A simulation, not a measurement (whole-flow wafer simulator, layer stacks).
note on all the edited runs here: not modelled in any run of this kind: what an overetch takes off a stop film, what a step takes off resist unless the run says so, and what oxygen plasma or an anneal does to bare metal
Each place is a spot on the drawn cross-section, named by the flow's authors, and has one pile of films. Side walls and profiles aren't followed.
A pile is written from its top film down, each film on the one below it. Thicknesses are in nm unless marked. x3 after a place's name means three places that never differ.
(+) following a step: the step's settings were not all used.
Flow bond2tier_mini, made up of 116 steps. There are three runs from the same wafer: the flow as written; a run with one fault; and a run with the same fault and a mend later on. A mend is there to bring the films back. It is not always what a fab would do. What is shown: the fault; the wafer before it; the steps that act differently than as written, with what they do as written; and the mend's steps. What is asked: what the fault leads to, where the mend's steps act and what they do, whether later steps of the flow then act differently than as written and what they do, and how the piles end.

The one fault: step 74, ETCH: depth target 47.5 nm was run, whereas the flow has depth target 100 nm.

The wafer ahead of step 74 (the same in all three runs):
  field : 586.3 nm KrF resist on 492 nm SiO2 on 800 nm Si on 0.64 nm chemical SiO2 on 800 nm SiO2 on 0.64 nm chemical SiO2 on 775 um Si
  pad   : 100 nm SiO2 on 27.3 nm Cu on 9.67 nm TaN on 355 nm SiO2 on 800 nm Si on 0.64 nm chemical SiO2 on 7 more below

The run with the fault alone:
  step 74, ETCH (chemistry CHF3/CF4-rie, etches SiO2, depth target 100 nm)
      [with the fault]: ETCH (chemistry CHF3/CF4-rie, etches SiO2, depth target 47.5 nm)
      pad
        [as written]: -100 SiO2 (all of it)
        [with the fault]: -47.5 SiO2
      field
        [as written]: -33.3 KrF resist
        [with the fault]: -15.8 KrF resist
  Steps later in the flow that act otherwise than as written (1 other step is not shown; it differs only slightly, by no more than 2% or 0.5 nm, whichever is larger):
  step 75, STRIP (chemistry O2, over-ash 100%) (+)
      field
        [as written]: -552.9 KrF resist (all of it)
        [with the fault]: -570.4 KrF resist (all of it)
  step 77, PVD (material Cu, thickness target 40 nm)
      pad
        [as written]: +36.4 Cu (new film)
        [with the fault]: +38.3 Cu (new film)
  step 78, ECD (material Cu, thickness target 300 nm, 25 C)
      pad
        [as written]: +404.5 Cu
        [with the fault]: +349.7 Cu
  By the end, the piles at pad depart from the flow's by more than 2% or 0.5 nm, whichever is larger.
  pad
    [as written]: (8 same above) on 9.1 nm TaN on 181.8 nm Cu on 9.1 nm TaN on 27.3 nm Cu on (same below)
    [with the fault]: (8 same above) on 9.1 nm TaN on 128.8 nm Cu on 9.57 nm TaN on 52.5 nm SiO2 on 27.3 nm Cu on (same below)

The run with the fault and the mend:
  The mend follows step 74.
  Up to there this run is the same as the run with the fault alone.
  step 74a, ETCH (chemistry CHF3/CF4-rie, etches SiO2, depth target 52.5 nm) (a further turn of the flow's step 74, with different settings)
      field
        -17.5 KrF resist
      pad
        -52.5 SiO2 (all of it)
  Later steps of the flow that are run all act as written at every place that is followed.
  By the end, the piles equal the flow's at every place that both follow.
